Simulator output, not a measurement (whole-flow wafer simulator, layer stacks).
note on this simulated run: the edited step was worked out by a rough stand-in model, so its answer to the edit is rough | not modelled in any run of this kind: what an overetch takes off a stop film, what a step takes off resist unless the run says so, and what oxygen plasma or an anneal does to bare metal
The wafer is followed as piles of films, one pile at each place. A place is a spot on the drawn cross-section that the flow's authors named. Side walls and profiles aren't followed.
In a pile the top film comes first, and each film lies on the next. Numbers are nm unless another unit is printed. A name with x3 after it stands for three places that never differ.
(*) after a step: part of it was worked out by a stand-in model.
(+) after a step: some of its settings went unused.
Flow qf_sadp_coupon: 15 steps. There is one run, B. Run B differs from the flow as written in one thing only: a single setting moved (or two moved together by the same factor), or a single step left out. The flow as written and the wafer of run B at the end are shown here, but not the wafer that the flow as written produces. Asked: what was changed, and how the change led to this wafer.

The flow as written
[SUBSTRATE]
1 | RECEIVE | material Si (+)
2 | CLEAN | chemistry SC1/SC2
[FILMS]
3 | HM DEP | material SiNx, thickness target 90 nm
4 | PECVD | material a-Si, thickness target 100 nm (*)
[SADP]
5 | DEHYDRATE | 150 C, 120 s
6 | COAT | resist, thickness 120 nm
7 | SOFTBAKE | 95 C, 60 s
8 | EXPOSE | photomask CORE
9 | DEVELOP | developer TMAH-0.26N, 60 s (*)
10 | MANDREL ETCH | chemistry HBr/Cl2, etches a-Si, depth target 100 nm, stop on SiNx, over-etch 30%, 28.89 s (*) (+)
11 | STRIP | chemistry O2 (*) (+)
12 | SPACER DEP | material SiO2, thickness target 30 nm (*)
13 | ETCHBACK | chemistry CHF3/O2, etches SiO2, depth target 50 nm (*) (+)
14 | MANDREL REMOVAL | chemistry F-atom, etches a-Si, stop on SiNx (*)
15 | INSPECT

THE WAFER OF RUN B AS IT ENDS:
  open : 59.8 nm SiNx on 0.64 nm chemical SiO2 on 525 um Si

The reason: step 4, PECVD: thickness target 52 nm was run, whereas the flow has thickness target 100 nm.

How this came from the change, step by step:
  4 | PECVD | material a-Si, thickness target 100 nm (*)
      m, open: a-Si gains 52 (new film) (in the flow as written it would be: a-Si gains 100 (new film))
  10 | MANDREL ETCH | chemistry HBr/Cl2, etches a-Si, depth target 100 nm, stop on SiNx, over-etch 30%, 28.89 s (*) (+)
      open: a-Si loses 52 (all of it), SiNx loses 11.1 (in the flow as written it would be: a-Si loses 100 (all of it), SiNx loses 4.29)
  14 | MANDREL REMOVAL | chemistry F-atom, etches a-Si, stop on SiNx (*)
      m: a-Si loses 47.8 (all of it) (in the flow as written it would be: a-Si loses 95.8 (all of it))
